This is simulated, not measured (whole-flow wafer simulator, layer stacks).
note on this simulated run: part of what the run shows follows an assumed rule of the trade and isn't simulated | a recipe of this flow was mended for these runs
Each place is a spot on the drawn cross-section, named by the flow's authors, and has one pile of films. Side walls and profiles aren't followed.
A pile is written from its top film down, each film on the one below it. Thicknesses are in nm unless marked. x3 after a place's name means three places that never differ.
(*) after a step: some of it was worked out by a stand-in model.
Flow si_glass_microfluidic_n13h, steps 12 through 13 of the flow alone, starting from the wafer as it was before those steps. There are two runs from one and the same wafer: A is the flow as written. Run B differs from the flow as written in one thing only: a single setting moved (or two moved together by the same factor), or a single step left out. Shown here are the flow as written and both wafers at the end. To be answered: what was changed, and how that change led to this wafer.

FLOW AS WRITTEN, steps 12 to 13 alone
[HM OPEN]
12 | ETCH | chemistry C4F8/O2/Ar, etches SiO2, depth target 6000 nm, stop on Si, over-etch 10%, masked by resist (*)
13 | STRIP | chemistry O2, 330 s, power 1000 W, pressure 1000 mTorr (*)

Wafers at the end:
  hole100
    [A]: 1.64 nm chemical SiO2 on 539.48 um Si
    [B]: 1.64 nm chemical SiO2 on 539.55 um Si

What caused this: step 12, ETCH: depth target 5499 nm was run, though the flow has depth target 6000 nm.

Step by step, how the change led to this:
  12 | ETCH | chemistry C4F8/O2/Ar, etches SiO2, depth target 6000 nm, stop on Si, over-etch 10%, masked by resist (*)
      land: A -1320 thick-i-line-resist | B -1209.8 thick-i-line-resist
      hole100: A -6000 SiO2 (all of it), -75 Si | B -6000 SiO2 (all of it), -6.11 Si
  13 | STRIP | chemistry O2, 330 s, power 1000 W, pressure 1000 mTorr (*)
      land: A -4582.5 thick-i-line-resist (all of it) | B -4692.7 thick-i-line-resist (all of it)
